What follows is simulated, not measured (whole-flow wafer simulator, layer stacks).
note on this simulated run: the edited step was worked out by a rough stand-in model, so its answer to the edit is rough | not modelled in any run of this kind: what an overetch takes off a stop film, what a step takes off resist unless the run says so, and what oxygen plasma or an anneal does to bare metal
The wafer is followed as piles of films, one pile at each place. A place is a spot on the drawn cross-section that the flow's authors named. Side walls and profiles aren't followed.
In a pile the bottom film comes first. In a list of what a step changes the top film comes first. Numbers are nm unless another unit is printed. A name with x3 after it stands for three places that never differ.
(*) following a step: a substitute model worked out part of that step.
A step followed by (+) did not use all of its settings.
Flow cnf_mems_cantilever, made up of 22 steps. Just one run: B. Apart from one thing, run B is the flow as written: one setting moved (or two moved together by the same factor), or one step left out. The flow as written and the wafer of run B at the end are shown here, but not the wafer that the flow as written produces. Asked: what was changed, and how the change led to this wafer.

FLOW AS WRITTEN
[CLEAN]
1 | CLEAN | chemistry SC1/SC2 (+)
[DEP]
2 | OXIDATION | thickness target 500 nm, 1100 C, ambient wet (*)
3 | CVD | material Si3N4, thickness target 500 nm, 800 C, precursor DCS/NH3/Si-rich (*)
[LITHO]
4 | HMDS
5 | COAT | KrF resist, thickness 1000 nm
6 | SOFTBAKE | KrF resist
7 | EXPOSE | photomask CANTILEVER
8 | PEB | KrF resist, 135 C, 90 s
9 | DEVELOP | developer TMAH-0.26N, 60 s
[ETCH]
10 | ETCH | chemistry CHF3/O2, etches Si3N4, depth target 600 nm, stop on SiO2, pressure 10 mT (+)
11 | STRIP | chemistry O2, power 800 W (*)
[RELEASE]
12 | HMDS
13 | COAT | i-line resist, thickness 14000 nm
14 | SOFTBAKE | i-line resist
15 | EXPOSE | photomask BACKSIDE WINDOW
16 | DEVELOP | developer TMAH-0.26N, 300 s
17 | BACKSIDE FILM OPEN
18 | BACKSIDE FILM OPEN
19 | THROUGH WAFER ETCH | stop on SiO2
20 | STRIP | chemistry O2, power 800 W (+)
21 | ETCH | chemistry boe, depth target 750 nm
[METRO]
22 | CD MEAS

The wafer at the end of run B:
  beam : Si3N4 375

Cause: step 3, CVD: thickness target 375 nm was run, while the flow as written has thickness target 500 nm.
One can read it off the wafer: beam has Si3N4 375, and step 3 as written asks for 500 nm.

Step by step, how the change led to this:
  3 | CVD | material Si3N4, thickness target 500 nm, 800 C, precursor DCS/NH3/Si-rich (*)
      field, beam: Si3N4 gains 375 (new film) (in the flow as written it would be: Si3N4 gains 500 (new film))
  10 | ETCH | chemistry CHF3/O2, etches Si3N4, depth target 600 nm, stop on SiO2, pressure 10 mT (+)
      field: Si3N4 loses 375 (all of it) (in the flow as written it would be: Si3N4 loses 500 (all of it))
      beam: KrF resist loses 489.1 (in the flow as written it would be: KrF resist loses 521.7)
  11 | STRIP | chemistry O2, power 800 W (*)
      beam: KrF resist loses 452.5 (all of it) (in the flow as written it would be: KrF resist loses 419.9 (all of it))
